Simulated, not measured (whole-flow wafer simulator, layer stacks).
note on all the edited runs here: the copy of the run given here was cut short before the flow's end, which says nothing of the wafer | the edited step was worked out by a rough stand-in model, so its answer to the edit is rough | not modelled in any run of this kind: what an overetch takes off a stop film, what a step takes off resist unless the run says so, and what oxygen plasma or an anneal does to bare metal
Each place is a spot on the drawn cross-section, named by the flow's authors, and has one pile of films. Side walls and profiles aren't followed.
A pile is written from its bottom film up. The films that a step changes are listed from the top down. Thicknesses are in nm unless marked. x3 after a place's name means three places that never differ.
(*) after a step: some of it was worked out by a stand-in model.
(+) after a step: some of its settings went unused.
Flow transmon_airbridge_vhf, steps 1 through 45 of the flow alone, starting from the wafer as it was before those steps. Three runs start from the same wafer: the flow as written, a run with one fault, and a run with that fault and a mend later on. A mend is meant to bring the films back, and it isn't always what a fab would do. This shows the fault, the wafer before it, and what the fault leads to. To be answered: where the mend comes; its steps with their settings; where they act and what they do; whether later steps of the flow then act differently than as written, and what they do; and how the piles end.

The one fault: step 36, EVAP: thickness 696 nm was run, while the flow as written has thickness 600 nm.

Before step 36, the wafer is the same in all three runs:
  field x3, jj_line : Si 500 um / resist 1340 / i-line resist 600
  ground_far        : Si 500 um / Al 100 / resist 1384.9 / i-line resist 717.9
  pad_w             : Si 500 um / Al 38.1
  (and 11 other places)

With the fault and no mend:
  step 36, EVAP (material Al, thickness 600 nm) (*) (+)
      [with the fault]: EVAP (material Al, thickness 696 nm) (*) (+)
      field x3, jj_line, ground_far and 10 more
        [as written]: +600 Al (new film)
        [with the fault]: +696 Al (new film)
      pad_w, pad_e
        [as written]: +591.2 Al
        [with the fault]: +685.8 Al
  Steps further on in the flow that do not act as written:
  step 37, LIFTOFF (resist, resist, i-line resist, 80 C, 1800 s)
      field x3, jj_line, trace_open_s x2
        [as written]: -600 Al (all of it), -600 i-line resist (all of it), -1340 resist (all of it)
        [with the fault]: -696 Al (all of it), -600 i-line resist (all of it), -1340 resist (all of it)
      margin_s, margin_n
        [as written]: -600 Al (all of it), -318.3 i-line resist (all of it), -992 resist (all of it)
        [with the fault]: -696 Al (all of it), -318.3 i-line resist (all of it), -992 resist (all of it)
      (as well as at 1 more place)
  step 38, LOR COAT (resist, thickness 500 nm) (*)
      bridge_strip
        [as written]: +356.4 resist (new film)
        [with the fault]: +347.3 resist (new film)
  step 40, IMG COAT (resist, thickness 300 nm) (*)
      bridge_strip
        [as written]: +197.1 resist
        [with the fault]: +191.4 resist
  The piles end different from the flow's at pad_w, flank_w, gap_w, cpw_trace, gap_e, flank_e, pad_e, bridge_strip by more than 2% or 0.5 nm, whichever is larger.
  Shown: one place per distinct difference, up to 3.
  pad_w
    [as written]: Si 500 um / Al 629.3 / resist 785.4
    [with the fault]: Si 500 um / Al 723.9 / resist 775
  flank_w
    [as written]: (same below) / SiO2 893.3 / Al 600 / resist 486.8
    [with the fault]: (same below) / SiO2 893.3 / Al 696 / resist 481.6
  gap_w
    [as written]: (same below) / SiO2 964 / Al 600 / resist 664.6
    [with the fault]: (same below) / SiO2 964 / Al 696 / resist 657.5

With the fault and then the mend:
  The mend follows step 36.
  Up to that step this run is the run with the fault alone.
  step 36a, METAL ETCH (etches Al, depth 96 nm) (a further turn of the flow's step 11, with different settings)
      field x3, jj_line, ground_far and 12 more
        -96 Al
  None of the later steps of the flow differs from how it acts as written, at any place that is followed, by more than 2% or 0.5 nm, whichever is larger.
  At the end the piles are close to the flow's at the places that both follow, differing by at most 2% or 0.5 nm, whichever is larger.
